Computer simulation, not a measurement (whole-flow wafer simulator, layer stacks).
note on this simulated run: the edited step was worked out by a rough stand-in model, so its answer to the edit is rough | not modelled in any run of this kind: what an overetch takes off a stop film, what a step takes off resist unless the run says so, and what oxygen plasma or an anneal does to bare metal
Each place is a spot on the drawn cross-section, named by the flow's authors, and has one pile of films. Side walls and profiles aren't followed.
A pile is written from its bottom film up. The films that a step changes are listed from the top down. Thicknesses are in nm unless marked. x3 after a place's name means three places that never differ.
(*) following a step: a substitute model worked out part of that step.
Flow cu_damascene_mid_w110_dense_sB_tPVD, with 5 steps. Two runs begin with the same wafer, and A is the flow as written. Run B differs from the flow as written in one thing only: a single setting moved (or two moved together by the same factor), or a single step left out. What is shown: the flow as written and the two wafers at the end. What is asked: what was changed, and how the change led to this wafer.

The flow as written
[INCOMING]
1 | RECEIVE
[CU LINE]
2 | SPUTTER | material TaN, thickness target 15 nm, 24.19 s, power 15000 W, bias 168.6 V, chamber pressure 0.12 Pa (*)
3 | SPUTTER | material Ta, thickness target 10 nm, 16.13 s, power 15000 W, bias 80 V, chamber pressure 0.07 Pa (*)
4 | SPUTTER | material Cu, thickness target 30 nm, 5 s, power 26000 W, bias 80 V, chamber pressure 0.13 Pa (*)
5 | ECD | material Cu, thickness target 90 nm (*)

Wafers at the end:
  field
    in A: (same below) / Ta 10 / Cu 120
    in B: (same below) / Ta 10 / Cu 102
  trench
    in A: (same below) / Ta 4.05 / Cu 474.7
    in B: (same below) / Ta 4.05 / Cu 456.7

Cause: step 4, SPUTTER: thickness target 12 nm was run, whereas the flow has thickness target 30 nm.

Step by step, how the change led to this:
  4 | SPUTTER | material Cu, thickness target 30 nm, 5 s, power 26000 W, bias 80 V, chamber pressure 0.13 Pa (*)
      field: A +30 Cu (new film) | B +12 Cu (new film)
      trench: A +12.5 Cu (new film) | B +4.99 Cu (new film)
  5 | ECD | material Cu, thickness target 90 nm (*)
      trench: A +462.2 Cu | B +451.7 Cu
